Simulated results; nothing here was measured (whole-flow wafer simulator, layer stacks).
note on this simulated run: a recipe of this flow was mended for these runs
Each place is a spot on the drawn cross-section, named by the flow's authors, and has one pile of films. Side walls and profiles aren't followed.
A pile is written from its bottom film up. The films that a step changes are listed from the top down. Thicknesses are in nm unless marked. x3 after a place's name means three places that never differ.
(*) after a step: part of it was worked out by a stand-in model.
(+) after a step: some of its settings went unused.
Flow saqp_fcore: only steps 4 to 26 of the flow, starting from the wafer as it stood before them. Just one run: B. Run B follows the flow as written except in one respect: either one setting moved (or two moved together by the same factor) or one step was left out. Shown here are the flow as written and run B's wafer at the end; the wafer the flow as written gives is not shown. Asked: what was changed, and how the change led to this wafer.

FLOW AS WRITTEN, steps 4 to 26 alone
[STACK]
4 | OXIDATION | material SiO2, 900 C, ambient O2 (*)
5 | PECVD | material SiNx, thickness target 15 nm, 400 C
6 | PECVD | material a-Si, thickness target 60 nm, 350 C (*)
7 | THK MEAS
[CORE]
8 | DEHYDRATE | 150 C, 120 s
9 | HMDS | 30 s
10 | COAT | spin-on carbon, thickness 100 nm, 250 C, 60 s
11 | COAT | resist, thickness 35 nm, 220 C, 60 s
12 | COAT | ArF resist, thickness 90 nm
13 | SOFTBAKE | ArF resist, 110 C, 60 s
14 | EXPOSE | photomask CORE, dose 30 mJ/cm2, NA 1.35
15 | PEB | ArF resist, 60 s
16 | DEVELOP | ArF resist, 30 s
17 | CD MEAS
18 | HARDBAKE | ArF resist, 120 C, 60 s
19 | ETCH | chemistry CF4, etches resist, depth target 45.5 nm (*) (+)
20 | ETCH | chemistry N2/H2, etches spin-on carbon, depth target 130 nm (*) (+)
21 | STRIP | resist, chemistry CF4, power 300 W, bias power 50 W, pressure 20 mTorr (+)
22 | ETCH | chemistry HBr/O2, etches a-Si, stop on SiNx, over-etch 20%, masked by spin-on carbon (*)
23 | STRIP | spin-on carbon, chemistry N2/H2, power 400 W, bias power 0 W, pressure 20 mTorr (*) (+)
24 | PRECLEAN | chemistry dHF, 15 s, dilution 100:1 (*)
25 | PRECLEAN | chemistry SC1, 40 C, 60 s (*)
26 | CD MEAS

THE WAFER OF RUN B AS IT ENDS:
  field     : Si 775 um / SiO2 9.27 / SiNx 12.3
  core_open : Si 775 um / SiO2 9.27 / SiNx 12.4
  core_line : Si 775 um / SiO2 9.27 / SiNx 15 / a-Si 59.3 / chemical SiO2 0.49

What caused this: step 4, OXIDATION: 892 C was run, while the flow as written has 900 C.

The path from the change to this, step by step:
  4 | OXIDATION | material SiO2, 900 C, ambient O2 (*)
      field, core_open, core_line: SiO2 gains 9.27 (new film), chemical SiO2 loses 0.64 (all of it), Si loses 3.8 (in the flow as written it would be: SiO2 gains 10 (new film), chemical SiO2 loses 0.64 (all of it), Si loses 4.12)
